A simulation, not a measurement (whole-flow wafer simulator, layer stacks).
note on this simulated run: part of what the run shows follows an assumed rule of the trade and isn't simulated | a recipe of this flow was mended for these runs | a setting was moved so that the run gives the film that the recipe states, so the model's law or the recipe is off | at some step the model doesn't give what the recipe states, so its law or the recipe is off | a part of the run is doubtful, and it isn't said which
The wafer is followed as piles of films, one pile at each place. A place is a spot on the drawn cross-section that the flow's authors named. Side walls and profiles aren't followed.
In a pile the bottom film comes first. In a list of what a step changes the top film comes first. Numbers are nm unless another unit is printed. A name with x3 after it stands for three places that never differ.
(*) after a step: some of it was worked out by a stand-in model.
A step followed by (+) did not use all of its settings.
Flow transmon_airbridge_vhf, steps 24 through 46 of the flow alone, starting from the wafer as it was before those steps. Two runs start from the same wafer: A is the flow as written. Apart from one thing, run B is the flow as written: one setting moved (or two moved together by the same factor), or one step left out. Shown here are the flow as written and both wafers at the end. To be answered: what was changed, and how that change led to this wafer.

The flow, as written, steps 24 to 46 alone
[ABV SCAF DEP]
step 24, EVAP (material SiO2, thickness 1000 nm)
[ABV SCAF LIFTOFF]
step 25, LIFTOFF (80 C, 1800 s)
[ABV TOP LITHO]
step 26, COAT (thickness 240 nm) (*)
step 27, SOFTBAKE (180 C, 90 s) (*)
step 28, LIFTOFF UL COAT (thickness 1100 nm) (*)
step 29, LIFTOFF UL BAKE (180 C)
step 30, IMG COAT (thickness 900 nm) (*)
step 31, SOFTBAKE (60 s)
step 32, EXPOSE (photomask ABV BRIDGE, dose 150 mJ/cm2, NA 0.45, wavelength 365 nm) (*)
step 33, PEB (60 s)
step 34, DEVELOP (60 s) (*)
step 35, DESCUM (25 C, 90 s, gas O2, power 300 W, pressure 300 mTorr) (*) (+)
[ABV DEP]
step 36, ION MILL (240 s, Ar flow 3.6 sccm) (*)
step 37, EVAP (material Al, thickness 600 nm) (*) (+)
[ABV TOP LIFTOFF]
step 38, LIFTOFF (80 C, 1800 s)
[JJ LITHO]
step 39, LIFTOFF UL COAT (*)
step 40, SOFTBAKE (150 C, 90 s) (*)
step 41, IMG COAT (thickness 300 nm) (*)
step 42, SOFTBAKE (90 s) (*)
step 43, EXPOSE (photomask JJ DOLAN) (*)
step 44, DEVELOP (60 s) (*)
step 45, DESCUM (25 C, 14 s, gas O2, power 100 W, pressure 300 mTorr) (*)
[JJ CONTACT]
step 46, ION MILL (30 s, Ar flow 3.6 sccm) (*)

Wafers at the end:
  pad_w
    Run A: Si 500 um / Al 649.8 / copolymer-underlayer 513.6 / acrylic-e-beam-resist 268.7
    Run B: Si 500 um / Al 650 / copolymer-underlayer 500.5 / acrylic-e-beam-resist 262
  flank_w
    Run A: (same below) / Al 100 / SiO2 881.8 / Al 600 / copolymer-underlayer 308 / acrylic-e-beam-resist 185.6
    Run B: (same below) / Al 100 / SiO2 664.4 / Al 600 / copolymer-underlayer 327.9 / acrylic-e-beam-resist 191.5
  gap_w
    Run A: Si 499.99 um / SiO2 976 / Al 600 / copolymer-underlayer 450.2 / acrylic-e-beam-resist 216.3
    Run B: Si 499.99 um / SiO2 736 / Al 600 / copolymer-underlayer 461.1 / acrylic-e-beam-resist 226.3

Cause: step 24, EVAP: thickness 760 nm was run, while the flow as written has thickness 1000 nm.

The path from the change to this, step by step:
  step 24, EVAP (material SiO2, thickness 1000 nm)
      field x3, jj_line, ground_far and 10 more: A +1000 SiO2 (new film) | B +760 SiO2 (new film)
      flank_w, flank_e: A +905.8 SiO2 (new film) | B +688.4 SiO2 (new film)
  step 25, LIFTOFF (80 C, 1800 s)
      field x3, jj_line, trace_open_s x2: A -1000 SiO2 (all of it), -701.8 i-line-resist (all of it), -1100 lift-off-underlayer (all of it), -240 acrylic-e-beam-resist (all of it) | B -760 SiO2 (all of it), -701.8 i-line-resist (all of it), -1100 lift-off-underlayer (all of it), -240 acrylic-e-beam-resist (all of it)
      pad_w, pad_e: A -1000 SiO2 (all of it), -696.3 i-line-resist (all of it), -1089.9 lift-off-underlayer (all of it), -239.3 acrylic-e-beam-resist (all of it) | B -760 SiO2 (all of it), -696.3 i-line-resist (all of it), -1089.9 lift-off-underlayer (all of it), -239.3 acrylic-e-beam-resist (all of it)
      (also at 1 further place)
  step 26, COAT (thickness 240 nm) (*)
      flank_w, flank_e: A +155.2 acrylic-e-beam-resist (new film) | B +162.7 acrylic-e-beam-resist (new film)
      gap_w, gap_e: A +211.2 acrylic-e-beam-resist (new film) | B +221.7 acrylic-e-beam-resist (new film)
      (also at 6 further places)
  step 28, LIFTOFF UL COAT (thickness 1100 nm) (*)
      gap_w, gap_e: A +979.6 lift-off-underlayer (new film) | B +1013.3 lift-off-underlayer (new film)
      margin_s, margin_n: A +823.4 lift-off-underlayer (new film) | B +881.7 lift-off-underlayer (new film)
      (also at 6 further places)
  step 30, IMG COAT (thickness 900 nm) (*)
      gap_w, gap_e: A +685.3 i-line-resist (new film) | B +743.5 i-line-resist (new film)
      margin_s, margin_n: A +603.2 i-line-resist (new film) | B +679.1 i-line-resist (new film)
      (also at 7 further places)
  step 33, PEB (60 s)
      flank_w, flank_e: A -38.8 i-line-resist | B -41.1 i-line-resist
      gap_w, gap_e: A -35 i-line-resist | B -38.1 i-line-resist
      (also at 7 further places)
  step 34, DEVELOP (60 s) (*)
      gap_w, gap_e: A -650.2 i-line-resist (all of it), -979.6 lift-off-underlayer (all of it) | B -705.4 i-line-resist (all of it), -1013.3 lift-off-underlayer (all of it)
      pad_w: A -937.3 i-line-resist (all of it), -1246.2 lift-off-underlayer (all of it) | B -916.3 i-line-resist (all of it), -1208.3 lift-off-underlayer (all of it)
      (also at 5 further places)
  step 35, DESCUM (25 C, 90 s, gas O2, power 300 W, pressure 300 mTorr) (*) (+)
      field x3, jj_line, ground_far, trace_open_s x2, margin_s, margin_n: A -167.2 i-line-resist | B -161.9 i-line-resist
      flank_w, flank_e: A -155.2 acrylic-e-beam-resist (all of it) | B -162.7 acrylic-e-beam-resist (all of it)
      (also at 6 further places)
  step 38, LIFTOFF (80 C, 1800 s)
      margin_s, margin_n: A -600 Al (all of it), -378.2 i-line-resist (all of it), -823.4 lift-off-underlayer (all of it), -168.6 acrylic-e-beam-resist (all of it) | B -600 Al (all of it), -455.5 i-line-resist (all of it), -881.7 lift-off-underlayer (all of it), -182.5 acrylic-e-beam-resist (all of it)
      ground_far: A -600 Al (all of it), -776.6 i-line-resist (all of it), -1134.8 lift-off-underlayer (all of it), -250.1 acrylic-e-beam-resist (all of it) | B -600 Al (all of it), -752.1 i-line-resist (all of it), -1128.3 lift-off-underlayer (all of it), -248.3 acrylic-e-beam-resist (all of it)
  step 39, LIFTOFF UL COAT (*)
      pad_w, pad_e: A +513.6 copolymer-underlayer (new film) | B +500.5 copolymer-underlayer (new film)
      flank_w, flank_e: A +308 copolymer-underlayer (new film) | B +327.9 copolymer-underlayer (new film)
      (also at 6 further places)
  step 41, IMG COAT (thickness 300 nm) (*)
      pad_w, pad_e: A +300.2 acrylic-e-beam-resist (new film) | B +293.5 acrylic-e-beam-resist (new film)
      flank_w, flank_e: A +217.1 acrylic-e-beam-resist (new film) | B +223 acrylic-e-beam-resist (new film)
      (also at 6 further places)
